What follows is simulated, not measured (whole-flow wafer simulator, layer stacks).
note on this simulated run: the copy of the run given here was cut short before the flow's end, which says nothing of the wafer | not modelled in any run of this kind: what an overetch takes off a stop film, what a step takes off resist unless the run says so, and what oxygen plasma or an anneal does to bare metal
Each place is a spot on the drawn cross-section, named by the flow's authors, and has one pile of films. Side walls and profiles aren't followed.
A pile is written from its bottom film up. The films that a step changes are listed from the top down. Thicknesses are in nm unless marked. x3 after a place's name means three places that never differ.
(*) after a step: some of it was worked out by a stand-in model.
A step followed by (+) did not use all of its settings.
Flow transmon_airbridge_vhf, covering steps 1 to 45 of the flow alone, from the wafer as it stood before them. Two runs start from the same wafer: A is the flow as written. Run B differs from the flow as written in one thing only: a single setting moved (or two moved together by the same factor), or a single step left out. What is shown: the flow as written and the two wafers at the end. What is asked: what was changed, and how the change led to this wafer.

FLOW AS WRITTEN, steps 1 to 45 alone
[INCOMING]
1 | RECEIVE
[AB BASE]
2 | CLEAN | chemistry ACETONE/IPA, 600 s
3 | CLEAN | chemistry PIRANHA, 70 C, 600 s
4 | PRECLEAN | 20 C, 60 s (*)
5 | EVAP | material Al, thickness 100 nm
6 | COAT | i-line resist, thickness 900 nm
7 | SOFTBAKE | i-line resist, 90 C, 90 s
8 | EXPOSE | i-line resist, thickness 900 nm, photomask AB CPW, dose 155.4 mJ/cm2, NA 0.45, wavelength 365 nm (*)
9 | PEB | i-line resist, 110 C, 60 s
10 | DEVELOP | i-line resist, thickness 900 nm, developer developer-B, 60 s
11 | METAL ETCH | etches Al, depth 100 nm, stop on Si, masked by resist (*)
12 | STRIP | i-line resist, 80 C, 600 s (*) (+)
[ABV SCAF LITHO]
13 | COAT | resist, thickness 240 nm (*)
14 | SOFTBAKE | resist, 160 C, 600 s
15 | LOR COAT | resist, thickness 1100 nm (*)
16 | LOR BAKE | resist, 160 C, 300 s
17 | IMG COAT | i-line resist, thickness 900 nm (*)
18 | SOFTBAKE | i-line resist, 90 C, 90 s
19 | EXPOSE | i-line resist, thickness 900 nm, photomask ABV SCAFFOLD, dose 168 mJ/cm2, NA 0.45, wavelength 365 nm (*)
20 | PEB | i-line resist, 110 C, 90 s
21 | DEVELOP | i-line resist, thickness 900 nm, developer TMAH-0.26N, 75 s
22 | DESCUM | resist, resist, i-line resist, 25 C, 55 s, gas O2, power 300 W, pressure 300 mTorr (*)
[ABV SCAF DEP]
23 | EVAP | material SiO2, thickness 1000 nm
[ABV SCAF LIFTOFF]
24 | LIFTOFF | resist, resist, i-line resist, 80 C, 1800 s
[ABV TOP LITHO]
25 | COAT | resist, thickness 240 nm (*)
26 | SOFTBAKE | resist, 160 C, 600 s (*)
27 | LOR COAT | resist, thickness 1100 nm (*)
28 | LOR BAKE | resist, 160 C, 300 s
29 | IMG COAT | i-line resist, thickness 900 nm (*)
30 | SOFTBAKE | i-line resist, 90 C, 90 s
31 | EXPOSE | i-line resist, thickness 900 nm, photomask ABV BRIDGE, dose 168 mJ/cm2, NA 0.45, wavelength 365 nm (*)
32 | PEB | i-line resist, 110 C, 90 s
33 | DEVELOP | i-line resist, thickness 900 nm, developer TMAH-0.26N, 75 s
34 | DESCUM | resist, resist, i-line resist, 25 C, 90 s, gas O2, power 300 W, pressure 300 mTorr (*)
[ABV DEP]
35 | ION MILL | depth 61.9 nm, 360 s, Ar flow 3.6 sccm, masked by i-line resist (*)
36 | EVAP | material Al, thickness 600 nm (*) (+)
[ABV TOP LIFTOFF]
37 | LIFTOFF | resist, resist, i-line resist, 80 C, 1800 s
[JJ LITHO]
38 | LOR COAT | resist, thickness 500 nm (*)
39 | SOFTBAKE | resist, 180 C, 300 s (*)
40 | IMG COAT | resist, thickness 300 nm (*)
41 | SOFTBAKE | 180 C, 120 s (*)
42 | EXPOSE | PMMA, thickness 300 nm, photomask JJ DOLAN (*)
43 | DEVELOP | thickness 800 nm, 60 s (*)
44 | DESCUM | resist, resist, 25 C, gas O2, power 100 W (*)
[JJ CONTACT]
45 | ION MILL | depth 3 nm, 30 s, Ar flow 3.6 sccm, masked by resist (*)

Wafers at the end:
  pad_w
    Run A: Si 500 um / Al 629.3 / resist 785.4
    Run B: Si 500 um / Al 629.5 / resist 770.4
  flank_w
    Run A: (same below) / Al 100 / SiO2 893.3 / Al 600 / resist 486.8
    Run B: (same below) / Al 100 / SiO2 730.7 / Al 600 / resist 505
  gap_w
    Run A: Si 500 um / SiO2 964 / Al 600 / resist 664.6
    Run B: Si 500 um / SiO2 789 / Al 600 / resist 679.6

What caused this: step 23, EVAP: thickness 825 nm was run, while the flow as written has thickness 1000 nm.

Step by step, how the change led to this:
  23 | EVAP | material SiO2, thickness 1000 nm
      field x3, jj_line, ground_far and 10 more: A +1000 SiO2 (new film) | B +825 SiO2 (new film)
      flank_w, flank_e: A +929.3 SiO2 (new film) | B +766.7 SiO2 (new film)
  24 | LIFTOFF | resist, resist, i-line resist, 80 C, 1800 s
      field x3, jj_line, trace_open_s x2: A -1000 SiO2 (all of it), -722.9 i-line resist (all of it), -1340 resist (all of it) | B -825 SiO2 (all of it), -722.9 i-line resist (all of it), -1340 resist (all of it)
      pad_w, pad_e: A -1000 SiO2 (all of it), -718 i-line resist (all of it), -1330.2 resist (all of it) | B -825 SiO2 (all of it), -718 i-line resist (all of it), -1330.2 resist (all of it)
      (also at 1 further place)
  25 | COAT | resist, thickness 240 nm (*)
      flank_w, flank_e: A +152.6 resist (new film) | B +158.6 resist (new film)
      gap_w, gap_e: A +210.7 resist (new film) | B +218.3 resist (new film)
      (also at 6 further places)
  27 | LOR COAT | resist, thickness 1100 nm (*)
      gap_w, gap_e: A +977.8 resist | B +1001.9 resist
      margin_s, margin_n: A +823.4 resist | B +865.4 resist
      (also at 6 further places)
  29 | IMG COAT | i-line resist, thickness 900 nm (*)
      gap_w, gap_e: A +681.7 i-line resist (new film) | B +724 i-line resist (new film)
      margin_s, margin_n: A +603.2 i-line resist (new film) | B +658.7 i-line resist (new film)
      (also at 5 further places)
  32 | PEB | i-line resist, 110 C, 90 s
      flank_w, flank_e: A -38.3 i-line resist | B -40.1 i-line resist
      gap_w, gap_e: A -34.7 i-line resist | B -36.9 i-line resist
      (also at 5 further places)
  33 | DEVELOP | i-line resist, thickness 900 nm, developer TMAH-0.26N, 75 s
      gap_w, gap_e: A -646.9 i-line resist (all of it), -977.8 resist | B -687 i-line resist (all of it), -1001.9 resist
      pad_w: A -937.2 i-line resist (all of it), -1247.8 resist | B -922.4 i-line resist (all of it), -1220.4 resist
      (also at 5 further places)
  34 | DESCUM | resist, resist, i-line resist, 25 C, 90 s, gas O2, power 300 W, pressure 300 mTorr (*)
      flank_w, flank_e: A -152.6 resist (all of it) | B -158.6 resist (all of it)
      gap_w, gap_e: A -210.7 resist (all of it) | B -218.3 resist (all of it)
      (also at 4 further places)
  37 | LIFTOFF | resist, resist, i-line resist, 80 C, 1800 s
      margin_s, margin_n: A -600 Al (all of it), -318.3 i-line resist (all of it), -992 resist (all of it) | B -600 Al (all of it), -370.8 i-line resist (all of it), -1044 resist (all of it)
      ground_far: A -600 Al (all of it), -717.9 i-line resist (all of it), -1384.9 resist (all of it) | B -600 Al (all of it), -696.1 i-line resist (all of it), -1379.1 resist (all of it)
  38 | LOR COAT | resist, thickness 500 nm (*)
      flank_w, flank_e: A +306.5 resist (new film) | B +319.1 resist (new film)
      margin_s, margin_n: A +445.3 resist (new film) | B +458.7 resist (new film)
      (also at 1 further place)
  40 | IMG COAT | resist, thickness 300 nm (*)
      flank_w, flank_e: A +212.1 resist | B +217.7 resist
      gap_w, gap_e: A +245.7 resist | B +253.1 resist
      (also at 4 further places)
